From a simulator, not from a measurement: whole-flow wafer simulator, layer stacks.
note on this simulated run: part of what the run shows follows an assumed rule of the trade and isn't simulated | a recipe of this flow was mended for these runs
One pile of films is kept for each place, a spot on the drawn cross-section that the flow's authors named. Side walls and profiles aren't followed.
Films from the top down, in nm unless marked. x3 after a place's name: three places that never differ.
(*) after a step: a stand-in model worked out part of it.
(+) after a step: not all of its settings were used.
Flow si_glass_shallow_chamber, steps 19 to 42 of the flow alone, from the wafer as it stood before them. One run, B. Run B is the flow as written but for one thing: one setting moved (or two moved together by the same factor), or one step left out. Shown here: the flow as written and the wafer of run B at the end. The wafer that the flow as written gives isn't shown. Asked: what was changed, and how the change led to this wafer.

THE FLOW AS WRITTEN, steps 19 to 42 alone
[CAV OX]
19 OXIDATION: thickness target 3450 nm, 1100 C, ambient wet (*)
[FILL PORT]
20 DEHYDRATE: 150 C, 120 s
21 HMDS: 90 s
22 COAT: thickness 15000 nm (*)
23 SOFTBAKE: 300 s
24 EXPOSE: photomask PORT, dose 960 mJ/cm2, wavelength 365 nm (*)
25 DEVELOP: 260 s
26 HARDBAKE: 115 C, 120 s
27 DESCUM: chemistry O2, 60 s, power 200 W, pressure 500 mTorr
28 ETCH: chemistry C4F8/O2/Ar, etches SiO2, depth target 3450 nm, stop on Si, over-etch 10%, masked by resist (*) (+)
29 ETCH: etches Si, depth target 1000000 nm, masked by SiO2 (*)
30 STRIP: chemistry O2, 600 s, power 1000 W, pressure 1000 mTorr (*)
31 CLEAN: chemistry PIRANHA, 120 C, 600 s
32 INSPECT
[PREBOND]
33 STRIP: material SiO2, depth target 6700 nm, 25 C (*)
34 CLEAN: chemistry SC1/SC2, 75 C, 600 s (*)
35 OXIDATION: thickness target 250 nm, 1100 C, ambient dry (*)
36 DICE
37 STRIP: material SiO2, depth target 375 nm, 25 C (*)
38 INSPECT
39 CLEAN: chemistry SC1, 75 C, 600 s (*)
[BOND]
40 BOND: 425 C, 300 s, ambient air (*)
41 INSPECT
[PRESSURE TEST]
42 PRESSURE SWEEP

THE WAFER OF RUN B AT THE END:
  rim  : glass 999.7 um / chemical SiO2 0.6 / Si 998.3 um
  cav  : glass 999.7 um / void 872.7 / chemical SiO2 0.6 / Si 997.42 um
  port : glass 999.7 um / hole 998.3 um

The cause: step 19, OXIDATION: thickness target 2415 nm was run, where the flow has thickness target 3450 nm.

How the change led to this, step by step:
  19 OXIDATION: thickness target 3450 nm, 1100 C, ambient wet (*)
      rim, ramp, septum, ring: SiO2 +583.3, Si -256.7 (as written it would be: SiO2 +1110.9, Si -488.8)
      cav, port: SiO2 +2415 (new film), chemical SiO2 -0.6 (all of it), Si -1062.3 (as written it would be: SiO2 +3450 (new film), chemical SiO2 -0.6 (all of it), Si -1517.7)
  22 COAT: thickness 15000 nm (*)
      rim: thick-i-line-resist +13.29 um (new film) (as written it would be: thick-i-line-resist +13.4 um (new film))
      ramp: thick-i-line-resist +12.74 um (new film) (as written it would be: thick-i-line-resist +12.89 um (new film))
      (and at 3 more places)
  23 SOFTBAKE: 300 s
      rim: thick-i-line-resist -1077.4 (as written it would be: thick-i-line-resist -997)
      ramp: thick-i-line-resist -529.9 (as written it would be: thick-i-line-resist -487.1)
      (and at 4 more places)
  25 DEVELOP: 260 s
      port: thick-i-line-resist -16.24 um (all of it) (as written it would be: thick-i-line-resist -16.16 um (all of it))
  26 HARDBAKE: 115 C, 120 s
      rim, ramp: thick-i-line-resist -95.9 (as written it would be: thick-i-line-resist -98.2)
  28 ETCH: chemistry C4F8/O2/Ar, etches SiO2, depth target 3450 nm, stop on Si, over-etch 10%, masked by resist (*) (+)
      rim, ramp, cav, septum, ring: thick-i-line-resist -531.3 (as written it would be: thick-i-line-resist -759)
      port: SiO2 -2415 (all of it), Si -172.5 (as written it would be: SiO2 -3450 (all of it), Si -43.1)
  29 ETCH: etches Si, depth target 1000000 nm, masked by SiO2 (*)
      rim, ramp: thick-i-line-resist -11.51 um (all of it), SiO2 -1599.4 (as written it would be: thick-i-line-resist -11.47 um (all of it), SiO2 -1617.3)
      port: hole +997.37 um (new film), Si -997.37 um (all of it) (as written it would be: hole +997.05 um (new film), Si -997.05 um (all of it))
      (and at 2 more places)
  30 STRIP: chemistry O2, 600 s, power 1000 W, pressure 1000 mTorr (*)
      cav: thick-i-line-resist -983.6 (all of it) (as written it would be: thick-i-line-resist -669.6 (all of it))
  33 STRIP: material SiO2, depth target 6700 nm, 25 C (*)
      rim, ramp: SiO2 -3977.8 (all of it) (as written it would be: SiO2 -4487.5 (all of it))
      cav: SiO2 -2415 (all of it) (as written it would be: SiO2 -3450 (all of it))
      (and at 2 more places)
  40 BOND: 425 C, 300 s, ambient air (*)
      cav: glass +999.7 um (new film), void +872.7 (new film) (as written it would be: glass +999.7 um (new film), void +1095.9 (new film))
      port: glass +999.7 um (new film), hole +923.4 (as written it would be: glass +999.7 um (new film), hole +1017.3)
